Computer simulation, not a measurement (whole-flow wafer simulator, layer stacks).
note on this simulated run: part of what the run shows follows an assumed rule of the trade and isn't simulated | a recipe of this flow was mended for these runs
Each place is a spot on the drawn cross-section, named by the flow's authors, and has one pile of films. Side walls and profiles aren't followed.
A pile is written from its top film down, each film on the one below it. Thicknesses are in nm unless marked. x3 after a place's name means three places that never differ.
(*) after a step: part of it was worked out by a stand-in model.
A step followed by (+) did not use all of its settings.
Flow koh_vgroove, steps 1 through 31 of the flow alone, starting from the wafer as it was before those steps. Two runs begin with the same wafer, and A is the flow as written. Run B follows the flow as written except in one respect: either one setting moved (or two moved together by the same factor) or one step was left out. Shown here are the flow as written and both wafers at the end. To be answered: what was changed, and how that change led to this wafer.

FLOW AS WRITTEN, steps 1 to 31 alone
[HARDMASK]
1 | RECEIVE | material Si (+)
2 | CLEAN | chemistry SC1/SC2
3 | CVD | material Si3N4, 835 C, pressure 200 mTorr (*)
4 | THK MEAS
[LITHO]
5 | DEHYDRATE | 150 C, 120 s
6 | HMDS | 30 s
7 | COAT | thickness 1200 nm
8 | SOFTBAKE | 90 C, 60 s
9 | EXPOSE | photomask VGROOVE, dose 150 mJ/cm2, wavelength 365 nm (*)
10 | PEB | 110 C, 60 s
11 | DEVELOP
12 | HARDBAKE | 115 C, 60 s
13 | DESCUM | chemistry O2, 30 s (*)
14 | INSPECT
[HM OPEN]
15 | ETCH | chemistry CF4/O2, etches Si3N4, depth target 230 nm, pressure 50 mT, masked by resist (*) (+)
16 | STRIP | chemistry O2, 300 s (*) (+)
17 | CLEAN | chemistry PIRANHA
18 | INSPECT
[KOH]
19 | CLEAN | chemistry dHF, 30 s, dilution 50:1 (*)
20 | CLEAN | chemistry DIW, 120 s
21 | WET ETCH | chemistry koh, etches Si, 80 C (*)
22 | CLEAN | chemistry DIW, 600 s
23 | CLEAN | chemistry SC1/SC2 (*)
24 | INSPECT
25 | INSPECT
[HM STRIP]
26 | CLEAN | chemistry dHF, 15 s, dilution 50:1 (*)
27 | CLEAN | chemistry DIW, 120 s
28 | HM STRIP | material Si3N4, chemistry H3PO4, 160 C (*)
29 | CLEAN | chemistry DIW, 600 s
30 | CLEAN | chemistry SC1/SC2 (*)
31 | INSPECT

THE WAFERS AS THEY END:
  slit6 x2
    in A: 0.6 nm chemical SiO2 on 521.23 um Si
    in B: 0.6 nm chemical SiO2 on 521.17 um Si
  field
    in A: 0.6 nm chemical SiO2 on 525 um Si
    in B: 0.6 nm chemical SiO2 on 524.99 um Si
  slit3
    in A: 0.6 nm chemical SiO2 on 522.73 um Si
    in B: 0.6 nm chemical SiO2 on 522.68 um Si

The reason: step 3, CVD: 805 C was run, though the flow has 835 C.

The path from the change to this, step by step:
  3 | CVD | material Si3N4, 835 C, pressure 200 mTorr (*)
      field, slit3, slit2, slit6 x2: A Si3N4 gains 200 (new film) | B Si3N4 gains 142.1 (new film)
  15 | ETCH | chemistry CF4/O2, etches Si3N4, depth target 230 nm, pressure 50 mT, masked by resist (*) (+)
      slit3, slit2, slit6 x2: A Si3N4 loses 200 (all of it), chemical SiO2 loses 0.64 (all of it), Si loses 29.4 | B Si3N4 loses 142.1 (all of it), chemical SiO2 loses 0.64 (all of it), Si loses 87.3
  28 | HM STRIP | material Si3N4, chemistry H3PO4, 160 C (*)
      field: A Si3N4 loses 198.7 (all of it), chemical SiO2 loses 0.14, Si loses 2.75 | B Si3N4 loses 140.8 (all of it), chemical SiO2 loses 0.14, Si loses 5.65
